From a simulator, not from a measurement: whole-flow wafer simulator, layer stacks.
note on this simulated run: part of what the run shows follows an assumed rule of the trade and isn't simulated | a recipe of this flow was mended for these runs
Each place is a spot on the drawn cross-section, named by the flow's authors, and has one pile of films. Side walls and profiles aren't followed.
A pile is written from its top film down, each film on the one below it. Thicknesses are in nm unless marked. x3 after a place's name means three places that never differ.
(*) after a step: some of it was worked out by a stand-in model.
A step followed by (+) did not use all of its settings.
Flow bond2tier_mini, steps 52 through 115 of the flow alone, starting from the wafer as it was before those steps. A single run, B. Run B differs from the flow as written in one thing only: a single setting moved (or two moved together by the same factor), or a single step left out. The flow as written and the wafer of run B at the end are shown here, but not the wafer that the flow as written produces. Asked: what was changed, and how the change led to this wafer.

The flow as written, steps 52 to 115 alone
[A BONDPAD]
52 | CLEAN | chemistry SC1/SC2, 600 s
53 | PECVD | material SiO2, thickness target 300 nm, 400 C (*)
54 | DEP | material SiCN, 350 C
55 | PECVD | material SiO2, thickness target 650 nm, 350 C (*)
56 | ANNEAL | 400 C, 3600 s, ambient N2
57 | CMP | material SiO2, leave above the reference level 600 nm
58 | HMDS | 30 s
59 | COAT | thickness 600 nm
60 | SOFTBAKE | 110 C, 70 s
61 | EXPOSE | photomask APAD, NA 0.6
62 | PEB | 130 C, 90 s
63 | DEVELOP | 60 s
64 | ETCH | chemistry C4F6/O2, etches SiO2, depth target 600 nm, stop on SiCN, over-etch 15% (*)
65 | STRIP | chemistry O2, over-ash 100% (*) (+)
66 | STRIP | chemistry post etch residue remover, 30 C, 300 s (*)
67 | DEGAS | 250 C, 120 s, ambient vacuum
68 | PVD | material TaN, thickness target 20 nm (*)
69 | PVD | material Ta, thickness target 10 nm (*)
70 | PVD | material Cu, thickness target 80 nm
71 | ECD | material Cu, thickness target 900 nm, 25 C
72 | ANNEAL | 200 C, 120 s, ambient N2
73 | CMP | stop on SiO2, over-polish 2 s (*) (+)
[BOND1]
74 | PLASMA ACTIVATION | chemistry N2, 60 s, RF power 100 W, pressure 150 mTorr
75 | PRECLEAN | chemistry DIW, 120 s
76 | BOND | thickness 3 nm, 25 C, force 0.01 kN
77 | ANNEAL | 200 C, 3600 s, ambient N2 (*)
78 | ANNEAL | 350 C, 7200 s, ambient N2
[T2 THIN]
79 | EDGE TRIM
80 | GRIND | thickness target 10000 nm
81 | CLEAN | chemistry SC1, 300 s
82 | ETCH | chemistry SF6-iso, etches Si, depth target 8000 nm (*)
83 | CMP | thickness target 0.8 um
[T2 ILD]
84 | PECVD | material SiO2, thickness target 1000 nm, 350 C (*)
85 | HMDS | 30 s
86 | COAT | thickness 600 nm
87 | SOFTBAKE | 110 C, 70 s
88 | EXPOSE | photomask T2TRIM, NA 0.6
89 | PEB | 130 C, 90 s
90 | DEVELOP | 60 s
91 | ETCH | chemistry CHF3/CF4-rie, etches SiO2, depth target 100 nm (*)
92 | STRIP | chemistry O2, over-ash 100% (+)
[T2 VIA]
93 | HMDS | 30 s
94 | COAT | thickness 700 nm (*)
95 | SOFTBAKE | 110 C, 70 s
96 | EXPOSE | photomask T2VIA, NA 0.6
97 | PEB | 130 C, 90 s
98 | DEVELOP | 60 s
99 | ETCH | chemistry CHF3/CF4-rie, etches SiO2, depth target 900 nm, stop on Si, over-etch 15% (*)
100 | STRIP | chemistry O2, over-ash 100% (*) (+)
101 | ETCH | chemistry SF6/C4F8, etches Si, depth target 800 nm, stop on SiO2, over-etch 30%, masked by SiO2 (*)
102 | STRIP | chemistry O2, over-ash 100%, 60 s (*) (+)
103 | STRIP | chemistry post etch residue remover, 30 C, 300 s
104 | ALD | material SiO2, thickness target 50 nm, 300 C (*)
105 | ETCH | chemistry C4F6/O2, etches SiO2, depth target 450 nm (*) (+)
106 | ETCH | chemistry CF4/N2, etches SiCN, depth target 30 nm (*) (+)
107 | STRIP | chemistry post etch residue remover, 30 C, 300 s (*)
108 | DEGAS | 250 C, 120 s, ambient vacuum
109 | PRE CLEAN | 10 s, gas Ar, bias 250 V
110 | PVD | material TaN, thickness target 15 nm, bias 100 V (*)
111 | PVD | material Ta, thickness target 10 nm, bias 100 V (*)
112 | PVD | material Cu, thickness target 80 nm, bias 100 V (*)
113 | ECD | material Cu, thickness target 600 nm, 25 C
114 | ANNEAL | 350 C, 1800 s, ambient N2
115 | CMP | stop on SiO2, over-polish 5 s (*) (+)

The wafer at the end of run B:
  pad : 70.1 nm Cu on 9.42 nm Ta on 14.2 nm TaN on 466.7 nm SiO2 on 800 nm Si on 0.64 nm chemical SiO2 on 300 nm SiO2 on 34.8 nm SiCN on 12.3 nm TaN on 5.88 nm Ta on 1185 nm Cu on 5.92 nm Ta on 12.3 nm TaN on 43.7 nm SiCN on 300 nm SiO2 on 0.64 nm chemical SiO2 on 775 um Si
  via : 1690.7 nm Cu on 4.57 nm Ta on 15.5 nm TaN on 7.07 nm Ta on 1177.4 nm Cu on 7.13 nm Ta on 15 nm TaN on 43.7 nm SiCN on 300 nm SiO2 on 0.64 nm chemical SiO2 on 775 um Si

What caused this: step 64, ETCH: over-etch 6.19% was run, whereas the flow has over-etch 15%.

Step by step, how the change led to this:
  64 | ETCH | chemistry C4F6/O2, etches SiO2, depth target 600 nm, stop on SiCN, over-etch 15% (*)
      pad, via: -600 SiO2 (all of it), -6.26 SiCN (in the flow as written it would be: -600 SiO2 (all of it), -15.2 SiCN)
      field: -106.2 thick-KrF-resist (in the flow as written it would be: -115 thick-KrF-resist)
